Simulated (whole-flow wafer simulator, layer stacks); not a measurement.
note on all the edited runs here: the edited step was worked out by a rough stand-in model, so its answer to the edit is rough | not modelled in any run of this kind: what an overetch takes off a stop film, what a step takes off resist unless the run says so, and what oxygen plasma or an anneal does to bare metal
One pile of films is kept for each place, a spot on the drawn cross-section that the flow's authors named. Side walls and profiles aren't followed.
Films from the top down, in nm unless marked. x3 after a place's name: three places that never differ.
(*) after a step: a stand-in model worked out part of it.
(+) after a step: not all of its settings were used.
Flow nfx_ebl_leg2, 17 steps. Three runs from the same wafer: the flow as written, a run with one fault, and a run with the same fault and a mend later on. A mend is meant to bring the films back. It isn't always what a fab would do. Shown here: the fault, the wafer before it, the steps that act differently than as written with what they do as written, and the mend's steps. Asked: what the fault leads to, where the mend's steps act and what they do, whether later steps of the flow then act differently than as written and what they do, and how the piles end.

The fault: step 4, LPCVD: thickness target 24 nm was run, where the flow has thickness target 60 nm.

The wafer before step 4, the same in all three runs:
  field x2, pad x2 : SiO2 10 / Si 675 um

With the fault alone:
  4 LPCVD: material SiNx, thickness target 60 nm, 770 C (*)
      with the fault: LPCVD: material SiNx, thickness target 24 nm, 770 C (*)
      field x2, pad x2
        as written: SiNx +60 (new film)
        with the fault: SiNx +24 (new film)
  Later steps of the flow that act differently than as written:
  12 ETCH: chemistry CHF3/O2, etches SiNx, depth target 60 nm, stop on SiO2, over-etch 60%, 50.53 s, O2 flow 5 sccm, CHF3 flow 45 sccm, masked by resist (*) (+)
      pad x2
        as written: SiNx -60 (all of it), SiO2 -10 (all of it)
        with the fault: SiNx -24 (all of it), SiO2 -10 (all of it)
  At the end the piles differ from the flow's by more than 2% or 0.5 nm, whichever is larger, at field x2.
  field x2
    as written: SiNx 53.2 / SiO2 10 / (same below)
    with the fault: SiNx 17.2 / SiO2 10 / (same below)

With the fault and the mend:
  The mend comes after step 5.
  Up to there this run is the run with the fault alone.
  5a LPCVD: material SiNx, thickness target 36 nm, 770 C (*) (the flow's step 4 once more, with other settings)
      field x2, pad x2
        SiNx +36
  No later step of the flow acts differently than as written at any place that is followed.
  At the end the piles are the same as the flow's at every place that both follow.
